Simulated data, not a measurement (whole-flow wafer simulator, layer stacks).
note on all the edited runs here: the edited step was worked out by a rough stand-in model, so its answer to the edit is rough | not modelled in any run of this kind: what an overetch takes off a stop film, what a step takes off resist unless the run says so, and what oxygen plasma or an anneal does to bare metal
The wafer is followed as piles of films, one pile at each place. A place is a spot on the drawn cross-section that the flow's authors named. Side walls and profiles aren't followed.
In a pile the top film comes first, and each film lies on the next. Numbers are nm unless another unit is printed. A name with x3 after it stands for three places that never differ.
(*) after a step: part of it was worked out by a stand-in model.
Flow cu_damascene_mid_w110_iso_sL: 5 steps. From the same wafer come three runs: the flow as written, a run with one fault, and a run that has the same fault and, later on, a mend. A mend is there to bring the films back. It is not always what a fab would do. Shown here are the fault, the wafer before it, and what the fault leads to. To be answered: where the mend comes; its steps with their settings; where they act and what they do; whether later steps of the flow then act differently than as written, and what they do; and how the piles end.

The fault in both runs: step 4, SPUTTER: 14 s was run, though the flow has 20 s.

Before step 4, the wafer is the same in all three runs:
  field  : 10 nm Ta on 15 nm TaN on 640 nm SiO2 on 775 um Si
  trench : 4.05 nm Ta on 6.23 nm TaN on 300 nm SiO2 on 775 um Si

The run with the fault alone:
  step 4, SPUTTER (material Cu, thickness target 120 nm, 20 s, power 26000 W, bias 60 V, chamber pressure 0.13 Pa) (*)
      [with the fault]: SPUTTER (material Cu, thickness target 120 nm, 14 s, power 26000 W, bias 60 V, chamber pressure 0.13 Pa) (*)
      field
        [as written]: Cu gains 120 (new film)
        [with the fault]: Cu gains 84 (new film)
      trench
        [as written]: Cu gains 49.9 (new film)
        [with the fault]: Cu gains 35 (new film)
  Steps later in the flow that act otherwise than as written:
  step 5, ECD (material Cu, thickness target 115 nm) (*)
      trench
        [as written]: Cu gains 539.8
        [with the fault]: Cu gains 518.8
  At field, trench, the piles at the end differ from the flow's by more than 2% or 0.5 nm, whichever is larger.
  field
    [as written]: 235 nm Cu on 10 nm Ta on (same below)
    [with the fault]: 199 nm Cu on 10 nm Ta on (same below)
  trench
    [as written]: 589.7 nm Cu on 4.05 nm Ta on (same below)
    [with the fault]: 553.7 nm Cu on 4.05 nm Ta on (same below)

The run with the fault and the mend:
  The mend follows step 4.
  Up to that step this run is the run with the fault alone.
  step 4a, SPUTTER (material Cu, thickness target 120 nm, 6 s, power 26000 W, bias 60 V, chamber pressure 0.13 Pa) (*) (the flow's step 4, run once more with other settings)
      field
        Cu gains 36
      trench
        Cu gains 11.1
  None of the later steps of the flow differs from how it acts as written, at any place that is followed, by more than 2% or 0.5 nm, whichever is larger.
  By the end, the piles equal the flow's at every place that both follow.
